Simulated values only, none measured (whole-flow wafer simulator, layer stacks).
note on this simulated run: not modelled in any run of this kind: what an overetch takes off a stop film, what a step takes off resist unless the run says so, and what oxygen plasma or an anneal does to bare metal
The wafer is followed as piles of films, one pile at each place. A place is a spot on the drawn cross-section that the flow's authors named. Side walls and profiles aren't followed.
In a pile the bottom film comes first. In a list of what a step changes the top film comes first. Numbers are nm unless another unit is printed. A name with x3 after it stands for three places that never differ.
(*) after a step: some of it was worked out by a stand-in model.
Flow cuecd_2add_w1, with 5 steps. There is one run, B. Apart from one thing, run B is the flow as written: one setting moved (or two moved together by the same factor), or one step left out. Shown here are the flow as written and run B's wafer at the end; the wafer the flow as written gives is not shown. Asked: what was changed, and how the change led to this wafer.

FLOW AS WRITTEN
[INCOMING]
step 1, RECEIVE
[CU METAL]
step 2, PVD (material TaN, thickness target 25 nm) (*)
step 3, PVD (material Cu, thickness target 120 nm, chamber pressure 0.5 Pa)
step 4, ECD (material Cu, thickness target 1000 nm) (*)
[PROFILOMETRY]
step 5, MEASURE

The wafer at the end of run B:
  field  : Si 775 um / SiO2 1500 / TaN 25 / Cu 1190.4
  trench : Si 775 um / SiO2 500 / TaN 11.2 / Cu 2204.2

The reason: step 3, PVD: thickness target 190.4 nm was run, though the flow has thickness target 120 nm.

How this came from the change, step by step:
  step 3, PVD (material Cu, thickness target 120 nm, chamber pressure 0.5 Pa)
      field: Cu gains 190.4 (new film) (in the flow as written it would be: Cu gains 120 (new film))
      trench: Cu gains 83.1 (new film) (in the flow as written it would be: Cu gains 53.6 (new film))
